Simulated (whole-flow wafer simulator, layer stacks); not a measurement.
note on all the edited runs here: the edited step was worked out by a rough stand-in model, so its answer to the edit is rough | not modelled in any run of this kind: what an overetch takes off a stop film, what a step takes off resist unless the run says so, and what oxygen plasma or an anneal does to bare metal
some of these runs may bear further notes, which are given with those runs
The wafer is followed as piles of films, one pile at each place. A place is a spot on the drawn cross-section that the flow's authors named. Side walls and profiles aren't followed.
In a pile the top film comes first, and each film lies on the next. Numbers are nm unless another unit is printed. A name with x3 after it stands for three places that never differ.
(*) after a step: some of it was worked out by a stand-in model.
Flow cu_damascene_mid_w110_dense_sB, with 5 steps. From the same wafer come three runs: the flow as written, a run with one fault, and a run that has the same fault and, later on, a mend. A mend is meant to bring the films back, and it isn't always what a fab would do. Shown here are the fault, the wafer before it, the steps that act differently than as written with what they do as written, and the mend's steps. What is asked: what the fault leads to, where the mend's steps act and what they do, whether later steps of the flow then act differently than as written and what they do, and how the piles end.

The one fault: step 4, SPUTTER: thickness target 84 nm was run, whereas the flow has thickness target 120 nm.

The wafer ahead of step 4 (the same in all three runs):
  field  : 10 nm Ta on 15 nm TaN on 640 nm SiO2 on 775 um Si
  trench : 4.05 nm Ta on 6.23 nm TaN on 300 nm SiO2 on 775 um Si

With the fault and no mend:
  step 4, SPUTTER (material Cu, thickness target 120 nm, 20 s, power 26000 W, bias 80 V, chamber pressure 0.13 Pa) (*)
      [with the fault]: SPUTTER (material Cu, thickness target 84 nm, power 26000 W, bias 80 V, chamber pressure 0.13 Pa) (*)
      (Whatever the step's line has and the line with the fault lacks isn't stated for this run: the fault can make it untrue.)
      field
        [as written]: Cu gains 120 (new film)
        [with the fault]: Cu gains 84 (new film)
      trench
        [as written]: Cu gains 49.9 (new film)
        [with the fault]: Cu gains 34.9 (new film)
  Steps later in the flow that act otherwise than as written:
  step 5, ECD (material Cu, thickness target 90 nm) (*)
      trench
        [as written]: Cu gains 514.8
        [with the fault]: Cu gains 493.8
  The piles end different from the flow's at field, trench by more than 2% or 0.5 nm, whichever is larger.
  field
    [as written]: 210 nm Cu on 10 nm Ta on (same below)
    [with the fault]: 174 nm Cu on 10 nm Ta on (same below)
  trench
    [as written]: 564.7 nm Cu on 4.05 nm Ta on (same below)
    [with the fault]: 528.7 nm Cu on 4.05 nm Ta on (same below)

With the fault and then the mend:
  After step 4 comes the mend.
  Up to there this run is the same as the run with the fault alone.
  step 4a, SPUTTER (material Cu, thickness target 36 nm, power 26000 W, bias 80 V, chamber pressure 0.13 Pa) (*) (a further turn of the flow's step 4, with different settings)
      field
        Cu gains 36
      trench
        Cu gains 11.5
  None of the later steps of the flow differs from how it acts as written, at any place that is followed, by more than 2% or 0.5 nm, whichever is larger.
  At every place that both follow, the piles at the end match the flow's.
